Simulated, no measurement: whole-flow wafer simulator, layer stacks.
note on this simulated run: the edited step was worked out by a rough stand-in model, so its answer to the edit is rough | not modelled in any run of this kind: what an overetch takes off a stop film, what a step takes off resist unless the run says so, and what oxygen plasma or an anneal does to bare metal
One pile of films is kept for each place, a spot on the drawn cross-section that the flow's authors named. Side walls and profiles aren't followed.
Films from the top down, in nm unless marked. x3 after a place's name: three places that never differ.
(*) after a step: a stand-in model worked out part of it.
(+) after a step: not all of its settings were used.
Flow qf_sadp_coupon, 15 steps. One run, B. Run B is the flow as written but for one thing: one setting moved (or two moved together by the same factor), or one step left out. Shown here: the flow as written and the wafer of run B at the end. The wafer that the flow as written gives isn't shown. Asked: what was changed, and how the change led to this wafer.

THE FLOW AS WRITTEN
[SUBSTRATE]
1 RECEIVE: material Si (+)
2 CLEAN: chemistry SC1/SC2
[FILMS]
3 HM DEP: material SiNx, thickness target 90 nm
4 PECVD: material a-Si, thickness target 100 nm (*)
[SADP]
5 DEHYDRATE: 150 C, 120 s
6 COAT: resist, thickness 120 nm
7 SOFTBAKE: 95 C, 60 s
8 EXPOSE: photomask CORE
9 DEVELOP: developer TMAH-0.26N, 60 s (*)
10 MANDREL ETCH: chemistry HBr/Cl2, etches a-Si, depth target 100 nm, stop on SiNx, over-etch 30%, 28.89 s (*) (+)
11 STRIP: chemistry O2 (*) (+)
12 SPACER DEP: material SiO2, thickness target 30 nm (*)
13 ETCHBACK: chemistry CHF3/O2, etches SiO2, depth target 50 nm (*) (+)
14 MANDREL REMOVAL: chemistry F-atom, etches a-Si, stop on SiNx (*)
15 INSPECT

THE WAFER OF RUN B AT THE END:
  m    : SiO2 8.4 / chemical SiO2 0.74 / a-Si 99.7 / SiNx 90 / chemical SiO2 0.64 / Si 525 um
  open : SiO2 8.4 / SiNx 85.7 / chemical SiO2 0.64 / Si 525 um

The cause: step 13, ETCHBACK: depth target 21.6 nm was run, where the flow has depth target 50 nm.

How the change led to this, step by step:
  13 ETCHBACK: chemistry CHF3/O2, etches SiO2, depth target 50 nm (*) (+)
      m: SiO2 -21.6 (as written it would be: SiO2 -30 (all of it), chemical SiO2 -0.74 (all of it), a-Si -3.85)
      open: SiO2 -21.6 (as written it would be: SiO2 -30 (all of it), SiNx -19)
  14 MANDREL REMOVAL: chemistry F-atom, etches a-Si, stop on SiNx (*)
      m: nothing (as written it would be: a-Si -95.8 (all of it))
